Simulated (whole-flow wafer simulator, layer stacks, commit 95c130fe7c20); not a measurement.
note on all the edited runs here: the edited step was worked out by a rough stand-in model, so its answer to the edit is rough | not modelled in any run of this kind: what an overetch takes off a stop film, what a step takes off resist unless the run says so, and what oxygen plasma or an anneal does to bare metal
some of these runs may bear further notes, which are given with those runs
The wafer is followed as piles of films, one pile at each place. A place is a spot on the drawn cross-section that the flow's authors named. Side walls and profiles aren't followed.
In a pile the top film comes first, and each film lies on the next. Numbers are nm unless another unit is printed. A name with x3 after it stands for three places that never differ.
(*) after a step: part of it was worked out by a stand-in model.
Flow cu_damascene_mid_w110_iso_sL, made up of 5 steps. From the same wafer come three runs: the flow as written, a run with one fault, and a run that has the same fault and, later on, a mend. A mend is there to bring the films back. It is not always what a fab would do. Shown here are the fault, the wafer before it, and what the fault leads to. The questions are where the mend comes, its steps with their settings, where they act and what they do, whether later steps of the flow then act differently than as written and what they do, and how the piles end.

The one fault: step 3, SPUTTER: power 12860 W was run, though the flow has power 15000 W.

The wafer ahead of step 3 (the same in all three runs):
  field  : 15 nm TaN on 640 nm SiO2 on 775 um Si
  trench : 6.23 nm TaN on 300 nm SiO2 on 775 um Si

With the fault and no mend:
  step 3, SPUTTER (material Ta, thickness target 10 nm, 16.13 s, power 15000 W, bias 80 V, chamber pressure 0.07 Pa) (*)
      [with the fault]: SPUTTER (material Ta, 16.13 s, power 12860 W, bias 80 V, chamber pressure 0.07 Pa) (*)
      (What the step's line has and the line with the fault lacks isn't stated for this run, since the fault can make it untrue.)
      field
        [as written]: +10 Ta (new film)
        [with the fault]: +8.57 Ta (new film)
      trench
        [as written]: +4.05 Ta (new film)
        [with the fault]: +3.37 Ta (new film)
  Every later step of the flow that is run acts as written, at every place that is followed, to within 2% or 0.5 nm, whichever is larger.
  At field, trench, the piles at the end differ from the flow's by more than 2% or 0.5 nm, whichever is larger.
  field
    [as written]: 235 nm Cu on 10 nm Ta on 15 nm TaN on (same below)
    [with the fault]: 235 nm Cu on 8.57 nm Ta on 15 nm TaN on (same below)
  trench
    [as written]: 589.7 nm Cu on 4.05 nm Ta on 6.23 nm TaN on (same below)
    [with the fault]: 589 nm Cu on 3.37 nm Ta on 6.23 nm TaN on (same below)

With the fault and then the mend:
  After step 3 comes the mend.
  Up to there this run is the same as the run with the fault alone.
  step 3a, SPUTTER (material Ta, 2.357 s, power 15000 W, bias 80 V, chamber pressure 0.07 Pa) (*) (a further turn of the flow's step 3, with different settings)
      field
        +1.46 Ta
      trench
        +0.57 Ta
  Every later step of the flow that is run acts as written, at every place that is followed, to within 2% or 0.5 nm, whichever is larger.
  The piles end only slightly different from the flow's at the places that both follow, by no more than 2% or 0.5 nm, whichever is larger.
